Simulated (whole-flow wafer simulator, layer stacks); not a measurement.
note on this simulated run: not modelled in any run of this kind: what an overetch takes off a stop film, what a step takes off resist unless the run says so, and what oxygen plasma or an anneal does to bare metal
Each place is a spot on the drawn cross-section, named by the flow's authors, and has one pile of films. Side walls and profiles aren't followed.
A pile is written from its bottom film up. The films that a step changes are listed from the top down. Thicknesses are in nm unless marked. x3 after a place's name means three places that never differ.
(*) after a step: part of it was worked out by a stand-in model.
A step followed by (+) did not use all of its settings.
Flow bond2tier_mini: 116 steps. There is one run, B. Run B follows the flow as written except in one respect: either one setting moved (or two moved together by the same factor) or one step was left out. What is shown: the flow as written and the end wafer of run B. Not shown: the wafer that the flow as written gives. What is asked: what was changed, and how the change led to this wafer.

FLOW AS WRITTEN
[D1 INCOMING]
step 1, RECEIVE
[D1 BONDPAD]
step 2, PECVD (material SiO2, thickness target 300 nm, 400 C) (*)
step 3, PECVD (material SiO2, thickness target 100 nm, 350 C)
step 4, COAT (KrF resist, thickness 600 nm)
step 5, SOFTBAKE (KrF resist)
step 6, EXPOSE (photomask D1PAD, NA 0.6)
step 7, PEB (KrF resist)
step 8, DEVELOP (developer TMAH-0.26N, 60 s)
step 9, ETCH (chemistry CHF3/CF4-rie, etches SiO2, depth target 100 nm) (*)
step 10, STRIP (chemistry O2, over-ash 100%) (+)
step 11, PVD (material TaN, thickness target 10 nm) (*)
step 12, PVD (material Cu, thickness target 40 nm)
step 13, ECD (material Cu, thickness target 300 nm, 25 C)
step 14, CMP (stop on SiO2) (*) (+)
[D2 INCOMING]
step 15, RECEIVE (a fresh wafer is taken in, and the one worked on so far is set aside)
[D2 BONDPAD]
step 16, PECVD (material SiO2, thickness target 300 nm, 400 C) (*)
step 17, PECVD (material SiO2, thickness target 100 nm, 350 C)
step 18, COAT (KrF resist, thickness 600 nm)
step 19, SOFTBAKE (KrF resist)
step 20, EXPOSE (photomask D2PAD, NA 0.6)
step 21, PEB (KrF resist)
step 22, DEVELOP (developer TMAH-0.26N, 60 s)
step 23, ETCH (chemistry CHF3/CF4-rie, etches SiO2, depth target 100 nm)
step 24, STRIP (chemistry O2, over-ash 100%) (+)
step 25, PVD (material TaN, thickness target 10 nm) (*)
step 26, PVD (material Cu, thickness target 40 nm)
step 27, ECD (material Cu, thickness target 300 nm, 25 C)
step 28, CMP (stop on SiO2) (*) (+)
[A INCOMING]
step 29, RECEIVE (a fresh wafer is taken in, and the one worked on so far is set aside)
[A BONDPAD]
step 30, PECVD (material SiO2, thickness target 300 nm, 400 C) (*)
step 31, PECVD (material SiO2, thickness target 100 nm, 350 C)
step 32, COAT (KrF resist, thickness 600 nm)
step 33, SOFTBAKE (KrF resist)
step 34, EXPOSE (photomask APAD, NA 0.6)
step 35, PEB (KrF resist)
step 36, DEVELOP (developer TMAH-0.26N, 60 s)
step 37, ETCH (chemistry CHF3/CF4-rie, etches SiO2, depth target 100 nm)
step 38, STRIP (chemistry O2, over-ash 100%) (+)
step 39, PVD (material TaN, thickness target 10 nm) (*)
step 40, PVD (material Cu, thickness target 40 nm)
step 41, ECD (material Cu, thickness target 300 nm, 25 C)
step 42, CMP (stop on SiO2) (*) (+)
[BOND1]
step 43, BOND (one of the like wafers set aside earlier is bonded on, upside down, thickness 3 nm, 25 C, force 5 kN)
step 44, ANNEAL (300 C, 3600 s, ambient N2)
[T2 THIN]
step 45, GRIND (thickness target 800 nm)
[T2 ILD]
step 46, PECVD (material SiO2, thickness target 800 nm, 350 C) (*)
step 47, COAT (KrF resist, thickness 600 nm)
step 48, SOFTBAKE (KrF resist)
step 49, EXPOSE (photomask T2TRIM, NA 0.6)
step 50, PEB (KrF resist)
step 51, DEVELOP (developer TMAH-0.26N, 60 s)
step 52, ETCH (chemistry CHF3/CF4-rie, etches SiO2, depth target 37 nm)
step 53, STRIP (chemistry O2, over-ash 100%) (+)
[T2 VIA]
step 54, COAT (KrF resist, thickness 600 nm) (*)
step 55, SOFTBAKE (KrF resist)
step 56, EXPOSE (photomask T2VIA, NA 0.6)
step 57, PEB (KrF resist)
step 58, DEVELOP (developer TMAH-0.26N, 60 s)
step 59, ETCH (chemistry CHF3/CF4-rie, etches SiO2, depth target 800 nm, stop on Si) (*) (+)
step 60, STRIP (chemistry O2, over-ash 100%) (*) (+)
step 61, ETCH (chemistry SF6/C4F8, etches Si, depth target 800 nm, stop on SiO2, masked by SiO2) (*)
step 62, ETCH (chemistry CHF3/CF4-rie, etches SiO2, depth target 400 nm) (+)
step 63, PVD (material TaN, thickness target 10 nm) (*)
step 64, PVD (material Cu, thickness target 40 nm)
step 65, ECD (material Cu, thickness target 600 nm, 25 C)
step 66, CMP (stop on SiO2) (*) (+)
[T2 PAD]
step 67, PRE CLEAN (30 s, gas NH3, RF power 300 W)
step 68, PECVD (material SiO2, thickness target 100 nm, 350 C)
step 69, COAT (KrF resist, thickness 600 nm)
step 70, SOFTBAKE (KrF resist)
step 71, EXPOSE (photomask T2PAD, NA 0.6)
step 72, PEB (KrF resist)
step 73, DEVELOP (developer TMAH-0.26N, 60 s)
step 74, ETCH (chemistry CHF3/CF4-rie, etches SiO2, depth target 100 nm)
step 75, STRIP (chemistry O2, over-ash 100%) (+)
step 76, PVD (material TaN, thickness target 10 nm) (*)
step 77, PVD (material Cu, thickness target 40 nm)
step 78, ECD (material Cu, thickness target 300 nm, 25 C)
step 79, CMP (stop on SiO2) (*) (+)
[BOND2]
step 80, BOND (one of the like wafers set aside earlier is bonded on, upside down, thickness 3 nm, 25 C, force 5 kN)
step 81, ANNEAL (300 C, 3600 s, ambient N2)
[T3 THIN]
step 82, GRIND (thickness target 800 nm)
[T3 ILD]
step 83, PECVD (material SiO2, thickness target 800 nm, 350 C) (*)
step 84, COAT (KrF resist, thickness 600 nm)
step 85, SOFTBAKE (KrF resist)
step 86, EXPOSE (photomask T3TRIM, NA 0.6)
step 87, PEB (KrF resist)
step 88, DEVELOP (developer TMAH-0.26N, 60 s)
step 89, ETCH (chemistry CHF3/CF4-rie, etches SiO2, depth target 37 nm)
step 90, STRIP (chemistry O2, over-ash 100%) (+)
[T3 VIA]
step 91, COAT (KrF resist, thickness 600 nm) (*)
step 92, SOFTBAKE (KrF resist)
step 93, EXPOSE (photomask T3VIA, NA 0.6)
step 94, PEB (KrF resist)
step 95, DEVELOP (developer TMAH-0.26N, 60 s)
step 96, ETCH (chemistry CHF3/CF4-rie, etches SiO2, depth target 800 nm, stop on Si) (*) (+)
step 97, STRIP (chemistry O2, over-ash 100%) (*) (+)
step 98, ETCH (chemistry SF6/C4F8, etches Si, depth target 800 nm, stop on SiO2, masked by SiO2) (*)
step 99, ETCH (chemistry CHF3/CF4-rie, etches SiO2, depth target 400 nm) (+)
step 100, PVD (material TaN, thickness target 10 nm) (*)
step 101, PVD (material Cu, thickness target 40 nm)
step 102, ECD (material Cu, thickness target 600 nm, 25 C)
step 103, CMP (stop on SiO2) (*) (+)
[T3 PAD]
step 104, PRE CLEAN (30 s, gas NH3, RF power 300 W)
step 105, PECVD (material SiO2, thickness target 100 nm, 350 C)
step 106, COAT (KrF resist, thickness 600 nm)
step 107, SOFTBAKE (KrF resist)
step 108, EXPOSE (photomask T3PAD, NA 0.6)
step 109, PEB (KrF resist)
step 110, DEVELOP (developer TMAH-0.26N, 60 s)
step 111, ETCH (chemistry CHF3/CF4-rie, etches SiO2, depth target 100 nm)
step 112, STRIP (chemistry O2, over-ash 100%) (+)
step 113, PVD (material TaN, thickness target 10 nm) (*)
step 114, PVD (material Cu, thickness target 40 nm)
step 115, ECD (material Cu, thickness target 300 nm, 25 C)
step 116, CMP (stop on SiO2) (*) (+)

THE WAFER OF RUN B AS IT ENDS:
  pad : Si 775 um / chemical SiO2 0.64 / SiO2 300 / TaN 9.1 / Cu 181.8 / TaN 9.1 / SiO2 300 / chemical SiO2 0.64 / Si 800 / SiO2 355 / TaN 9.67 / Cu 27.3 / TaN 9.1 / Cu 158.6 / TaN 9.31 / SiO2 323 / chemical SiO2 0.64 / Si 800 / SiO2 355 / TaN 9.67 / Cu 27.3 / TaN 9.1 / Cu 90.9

The reason: step 23, ETCH: depth target 77 nm was run, though the flow has depth target 100 nm.

Step by step, how the change led to this:
  step 23, ETCH (chemistry CHF3/CF4-rie, etches SiO2, depth target 100 nm)
      pad, via: SiO2 loses 77 (in the flow as written it would be: SiO2 loses 100)
      field: KrF resist loses 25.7 (in the flow as written it would be: KrF resist loses 33.3)
  step 26, PVD (material Cu, thickness target 40 nm)
      pad: Cu gains 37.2 (new film) (in the flow as written it would be: Cu gains 36.4 (new film))
  step 27, ECD (material Cu, thickness target 300 nm, 25 C)
      pad: Cu gains 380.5 (in the flow as written it would be: Cu gains 404.5)
      via: Cu gains 377.1 (in the flow as written it would be: Cu gains 400.2)
  step 80, BOND (one of the like wafers set aside earlier is bonded on, upside down, thickness 3 nm, 25 C, force 5 kN)
      pad: Si gains 775 um (new film), chemical SiO2 gains 0.64 (new film), SiO2 gains 323 (new film), TaN gains 9.31 (new film), Cu gains 67.7 (in the flow as written it would be: Si gains 775 um (new film), chemical SiO2 gains 0.64 (new film), SiO2 gains 300 (new film), TaN gains 9.1 (new film), Cu gains 90.9)
